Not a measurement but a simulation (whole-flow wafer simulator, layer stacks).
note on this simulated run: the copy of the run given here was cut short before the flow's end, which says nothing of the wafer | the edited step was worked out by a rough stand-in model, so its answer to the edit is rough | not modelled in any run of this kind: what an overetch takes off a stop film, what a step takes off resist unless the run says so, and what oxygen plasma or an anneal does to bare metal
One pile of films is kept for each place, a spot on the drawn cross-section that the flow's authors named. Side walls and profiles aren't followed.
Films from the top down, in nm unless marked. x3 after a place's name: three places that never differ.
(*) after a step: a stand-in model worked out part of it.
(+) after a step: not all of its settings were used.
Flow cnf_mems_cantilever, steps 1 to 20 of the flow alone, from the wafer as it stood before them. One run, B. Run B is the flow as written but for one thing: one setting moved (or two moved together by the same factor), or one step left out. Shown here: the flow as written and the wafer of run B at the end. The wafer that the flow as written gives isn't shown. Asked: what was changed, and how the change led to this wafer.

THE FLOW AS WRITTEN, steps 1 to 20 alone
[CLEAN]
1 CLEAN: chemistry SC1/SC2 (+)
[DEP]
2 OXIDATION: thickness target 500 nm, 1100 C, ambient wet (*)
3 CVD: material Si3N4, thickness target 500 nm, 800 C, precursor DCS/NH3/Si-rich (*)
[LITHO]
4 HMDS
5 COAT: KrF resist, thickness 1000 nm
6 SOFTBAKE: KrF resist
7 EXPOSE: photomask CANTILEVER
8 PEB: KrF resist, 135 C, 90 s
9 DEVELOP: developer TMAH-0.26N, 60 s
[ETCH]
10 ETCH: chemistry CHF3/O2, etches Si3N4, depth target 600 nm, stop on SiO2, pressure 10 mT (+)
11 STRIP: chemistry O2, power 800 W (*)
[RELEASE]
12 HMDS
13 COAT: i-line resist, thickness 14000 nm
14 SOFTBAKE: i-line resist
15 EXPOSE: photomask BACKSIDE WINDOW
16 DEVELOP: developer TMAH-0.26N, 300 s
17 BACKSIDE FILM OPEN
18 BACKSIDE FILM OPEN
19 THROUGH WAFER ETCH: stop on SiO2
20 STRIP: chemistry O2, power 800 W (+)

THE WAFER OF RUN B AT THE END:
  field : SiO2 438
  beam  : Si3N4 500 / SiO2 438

The cause: step 2, OXIDATION: thickness target 438 nm was run, where the flow has thickness target 500 nm.
It can be read off the wafer: field has SiO2 438, and step 2 as written asks for 500 nm.

How the change led to this, step by step:
  2 OXIDATION: thickness target 500 nm, 1100 C, ambient wet (*)
      field, beam: SiO2 +438 (new film), chemical SiO2 -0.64 (all of it), Si -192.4 (as written it would be: SiO2 +500 (new film), chemical SiO2 -0.64 (all of it), Si -219.7)
  19 THROUGH WAFER ETCH: stop on SiO2
      field: under 1 film: Si -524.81 um (all of it) (as written it would be: under 1 film: Si -524.78 um (all of it))
      beam: under 2 films: Si -524.81 um (all of it) (as written it would be: under 2 films: Si -524.78 um (all of it))
